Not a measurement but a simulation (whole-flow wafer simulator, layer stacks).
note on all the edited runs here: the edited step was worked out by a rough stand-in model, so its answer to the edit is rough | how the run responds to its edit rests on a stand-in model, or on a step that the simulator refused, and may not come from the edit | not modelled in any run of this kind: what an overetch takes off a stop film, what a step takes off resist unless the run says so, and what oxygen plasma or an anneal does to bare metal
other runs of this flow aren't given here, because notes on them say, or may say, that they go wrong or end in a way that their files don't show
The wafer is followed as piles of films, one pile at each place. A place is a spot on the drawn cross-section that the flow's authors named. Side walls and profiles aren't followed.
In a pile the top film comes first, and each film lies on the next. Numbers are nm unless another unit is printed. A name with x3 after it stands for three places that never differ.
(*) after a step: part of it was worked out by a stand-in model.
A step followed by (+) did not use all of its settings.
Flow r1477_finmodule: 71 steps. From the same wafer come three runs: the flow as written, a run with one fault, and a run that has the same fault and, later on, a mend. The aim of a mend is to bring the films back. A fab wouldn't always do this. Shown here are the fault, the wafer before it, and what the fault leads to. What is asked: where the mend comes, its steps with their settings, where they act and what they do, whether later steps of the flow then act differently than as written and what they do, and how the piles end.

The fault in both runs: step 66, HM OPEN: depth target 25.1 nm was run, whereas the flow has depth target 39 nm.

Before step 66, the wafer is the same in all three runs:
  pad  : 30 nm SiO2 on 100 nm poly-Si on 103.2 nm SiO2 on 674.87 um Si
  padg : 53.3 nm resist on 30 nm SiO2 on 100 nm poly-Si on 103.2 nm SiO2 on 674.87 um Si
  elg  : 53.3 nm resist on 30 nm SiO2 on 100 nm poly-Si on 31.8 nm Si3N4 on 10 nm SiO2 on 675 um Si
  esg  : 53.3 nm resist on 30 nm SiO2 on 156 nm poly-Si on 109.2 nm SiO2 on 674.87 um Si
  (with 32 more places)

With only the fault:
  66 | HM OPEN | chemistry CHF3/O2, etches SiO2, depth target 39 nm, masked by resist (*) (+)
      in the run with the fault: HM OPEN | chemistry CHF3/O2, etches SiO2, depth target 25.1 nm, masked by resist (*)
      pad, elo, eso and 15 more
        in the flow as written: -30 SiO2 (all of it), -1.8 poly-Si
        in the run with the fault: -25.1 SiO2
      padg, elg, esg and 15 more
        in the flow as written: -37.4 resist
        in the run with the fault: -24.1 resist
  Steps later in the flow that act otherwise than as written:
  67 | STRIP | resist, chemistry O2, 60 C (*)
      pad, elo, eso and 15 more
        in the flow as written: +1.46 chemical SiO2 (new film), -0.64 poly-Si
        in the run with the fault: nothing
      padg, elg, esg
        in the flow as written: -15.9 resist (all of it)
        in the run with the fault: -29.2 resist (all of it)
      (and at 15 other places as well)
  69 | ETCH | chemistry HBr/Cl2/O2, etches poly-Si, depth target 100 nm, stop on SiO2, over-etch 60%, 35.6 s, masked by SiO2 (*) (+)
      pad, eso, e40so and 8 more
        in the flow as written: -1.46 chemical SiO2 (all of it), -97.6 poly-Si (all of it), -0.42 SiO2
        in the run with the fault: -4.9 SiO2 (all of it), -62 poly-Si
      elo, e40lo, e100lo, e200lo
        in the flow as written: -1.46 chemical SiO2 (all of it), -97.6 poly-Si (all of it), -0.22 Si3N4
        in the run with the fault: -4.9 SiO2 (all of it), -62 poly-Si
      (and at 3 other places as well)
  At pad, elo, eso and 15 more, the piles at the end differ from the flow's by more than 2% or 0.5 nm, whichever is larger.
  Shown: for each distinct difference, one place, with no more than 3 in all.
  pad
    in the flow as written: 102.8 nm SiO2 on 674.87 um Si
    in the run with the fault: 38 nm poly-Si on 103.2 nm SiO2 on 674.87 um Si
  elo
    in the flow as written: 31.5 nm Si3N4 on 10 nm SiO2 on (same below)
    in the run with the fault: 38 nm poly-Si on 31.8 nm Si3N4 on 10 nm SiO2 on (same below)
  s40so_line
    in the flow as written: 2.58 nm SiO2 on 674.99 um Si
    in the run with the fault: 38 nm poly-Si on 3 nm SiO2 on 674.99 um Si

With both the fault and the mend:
  The mend stands after step 67.
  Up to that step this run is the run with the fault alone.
  67a | DEHYDRATE | 150 C, 120 s (the flow's step 59 again)
      does not change any film at any place that is followed
  67b | COAT | resist, thickness 70 nm (*) (the flow's step 60 again)
      e40lg, e100lg, e200lg, e40lo, e100lo, e200lo
        +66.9 resist (new film)
      s40sg, s45sg, s40so, s45so
        +91 resist (new film)
      s40sg_line, s45sg_line, s40so_line, s45so_line
        +68.5 resist (new film)
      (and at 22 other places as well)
  67c | SOFTBAKE | 180 C, 180 s (*) (the flow's step 61 again)
      does not change any film at any place that is followed
  67d | EXPOSE | resist, photomask GATE (the flow's step 62 again)
      does not change any film at any place that is followed
  67e | DEVELOP (*) (the flow's step 63 again)
      e40lo, e100lo, e200lo
        -66.9 resist (all of it)
      s40so, s45so
        -91 resist (all of it)
      s40so_line, s45so_line
        -68.5 resist (all of it)
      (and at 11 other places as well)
  67f | DESCUM | chemistry O2, 20 C, 10 s (*) (the flow's step 65 again)
      padg, elg, esg and 15 more
        -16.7 resist
  67g | HM OPEN | chemistry CHF3/O2, etches SiO2, depth target 13.9 nm, masked by resist (*) (+) (the flow's step 66 again, with other settings)
      pad, elo, eso and 15 more
        -4.9 SiO2 (all of it), -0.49 poly-Si
      padg, elg, esg and 15 more
        -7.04 resist
  67h | STRIP | resist, chemistry O2, 60 C (*) (the flow's step 67 again)
      pad, elo, eso and 15 more
        +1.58 chemical SiO2 (new film), -0.7 poly-Si
      e40lg, e100lg, e200lg
        -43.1 resist (all of it)
      elg, esg
        -46.2 resist (all of it)
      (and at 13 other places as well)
  None of the later steps of the flow differs from how it acts as written, at any place that is followed, by more than 2% or 0.5 nm, whichever is larger.
  At the end the piles are close to the flow's at the places that both follow, differing by at most 2% or 0.5 nm, whichever is larger.
